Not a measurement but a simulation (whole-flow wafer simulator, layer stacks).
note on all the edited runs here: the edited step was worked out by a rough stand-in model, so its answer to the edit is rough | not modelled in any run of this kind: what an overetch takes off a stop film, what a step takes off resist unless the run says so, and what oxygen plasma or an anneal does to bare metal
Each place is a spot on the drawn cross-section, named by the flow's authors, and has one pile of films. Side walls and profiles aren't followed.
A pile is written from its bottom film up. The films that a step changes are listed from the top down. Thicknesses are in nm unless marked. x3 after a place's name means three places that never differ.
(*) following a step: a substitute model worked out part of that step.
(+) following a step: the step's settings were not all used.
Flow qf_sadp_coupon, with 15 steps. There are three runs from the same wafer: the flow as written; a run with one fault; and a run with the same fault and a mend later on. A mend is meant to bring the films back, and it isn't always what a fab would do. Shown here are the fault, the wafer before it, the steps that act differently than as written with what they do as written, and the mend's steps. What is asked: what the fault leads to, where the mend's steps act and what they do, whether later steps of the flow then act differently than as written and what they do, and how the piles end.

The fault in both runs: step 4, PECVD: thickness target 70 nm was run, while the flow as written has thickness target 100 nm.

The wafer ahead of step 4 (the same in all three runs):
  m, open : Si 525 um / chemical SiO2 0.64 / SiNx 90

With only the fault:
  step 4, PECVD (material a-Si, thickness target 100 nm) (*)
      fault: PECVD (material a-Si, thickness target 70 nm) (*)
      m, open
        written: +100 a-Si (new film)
        fault: +70 a-Si (new film)
  Steps further on in the flow that do not act as written:
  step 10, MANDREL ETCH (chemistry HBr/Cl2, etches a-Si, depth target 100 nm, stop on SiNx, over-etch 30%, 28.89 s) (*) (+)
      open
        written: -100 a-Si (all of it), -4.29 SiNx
        fault: -70 a-Si (all of it), -8.57 SiNx
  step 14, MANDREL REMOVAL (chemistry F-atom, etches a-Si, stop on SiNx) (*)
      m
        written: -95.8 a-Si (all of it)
        fault: -65.8 a-Si (all of it)
  By the end, the piles at open depart from the flow's by more than 2% or 0.5 nm, whichever is larger.
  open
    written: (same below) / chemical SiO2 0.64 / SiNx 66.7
    fault: (same below) / chemical SiO2 0.64 / SiNx 62.4

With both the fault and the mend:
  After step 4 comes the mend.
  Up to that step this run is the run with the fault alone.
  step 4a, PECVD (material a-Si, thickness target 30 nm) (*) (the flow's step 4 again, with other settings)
      m, open
        +30 a-Si
  None of the later steps of the flow acts differently than as written at any place that is followed.
  By the end, the piles equal the flow's at every place that both follow.
